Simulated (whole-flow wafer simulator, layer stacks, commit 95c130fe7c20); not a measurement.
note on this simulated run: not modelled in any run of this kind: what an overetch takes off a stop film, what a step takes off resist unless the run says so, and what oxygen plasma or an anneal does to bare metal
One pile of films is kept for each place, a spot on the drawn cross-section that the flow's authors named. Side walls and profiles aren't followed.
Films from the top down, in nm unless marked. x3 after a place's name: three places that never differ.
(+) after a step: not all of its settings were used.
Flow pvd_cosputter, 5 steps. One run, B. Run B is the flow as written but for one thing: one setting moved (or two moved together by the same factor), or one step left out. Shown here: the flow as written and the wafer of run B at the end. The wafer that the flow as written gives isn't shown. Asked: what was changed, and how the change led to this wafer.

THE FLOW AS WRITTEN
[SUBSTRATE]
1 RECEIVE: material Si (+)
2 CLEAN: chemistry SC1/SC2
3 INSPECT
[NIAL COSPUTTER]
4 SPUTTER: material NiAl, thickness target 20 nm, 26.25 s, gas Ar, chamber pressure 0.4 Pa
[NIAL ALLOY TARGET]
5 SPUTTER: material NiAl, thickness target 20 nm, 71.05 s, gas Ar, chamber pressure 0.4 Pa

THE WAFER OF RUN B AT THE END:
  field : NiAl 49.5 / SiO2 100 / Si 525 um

The cause: step 4, SPUTTER: thickness target 29.5 nm was run, where the flow has thickness target 20 nm.

How the change led to this, step by step:
  4 SPUTTER: material NiAl, thickness target 20 nm, 26.25 s, gas Ar, chamber pressure 0.4 Pa
      field: NiAl +29.5 (new film) (as written it would be: NiAl +20 (new film))
